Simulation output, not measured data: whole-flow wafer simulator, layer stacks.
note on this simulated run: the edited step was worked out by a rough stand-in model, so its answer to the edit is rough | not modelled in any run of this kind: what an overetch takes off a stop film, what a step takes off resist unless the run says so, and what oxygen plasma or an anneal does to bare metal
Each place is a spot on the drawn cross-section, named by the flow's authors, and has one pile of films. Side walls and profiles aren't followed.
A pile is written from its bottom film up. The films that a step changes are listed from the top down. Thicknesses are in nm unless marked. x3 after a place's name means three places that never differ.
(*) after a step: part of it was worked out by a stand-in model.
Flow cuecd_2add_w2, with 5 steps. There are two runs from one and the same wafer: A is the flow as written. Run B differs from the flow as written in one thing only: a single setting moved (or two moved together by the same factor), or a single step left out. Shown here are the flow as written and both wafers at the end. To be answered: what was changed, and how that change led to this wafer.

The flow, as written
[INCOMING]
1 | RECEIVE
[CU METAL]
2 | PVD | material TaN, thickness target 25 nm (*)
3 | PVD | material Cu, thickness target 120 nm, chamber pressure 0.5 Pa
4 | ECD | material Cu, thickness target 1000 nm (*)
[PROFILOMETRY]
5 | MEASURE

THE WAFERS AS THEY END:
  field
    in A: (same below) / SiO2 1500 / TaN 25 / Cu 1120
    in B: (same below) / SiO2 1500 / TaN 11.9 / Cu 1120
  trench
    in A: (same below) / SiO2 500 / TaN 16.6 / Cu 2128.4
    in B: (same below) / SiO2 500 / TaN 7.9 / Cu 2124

What caused this: step 2, PVD: thickness target 11.9 nm was run, whereas the flow has thickness target 25 nm.
The wafer lets one read it off: field has TaN 11.9, and step 2 as written asks for 25 nm.

Step by step, how the change led to this:
  2 | PVD | material TaN, thickness target 25 nm (*)
      field: A TaN gains 25 (new film) | B TaN gains 11.9 (new film)
      trench: A TaN gains 16.6 (new film) | B TaN gains 7.9 (new film)
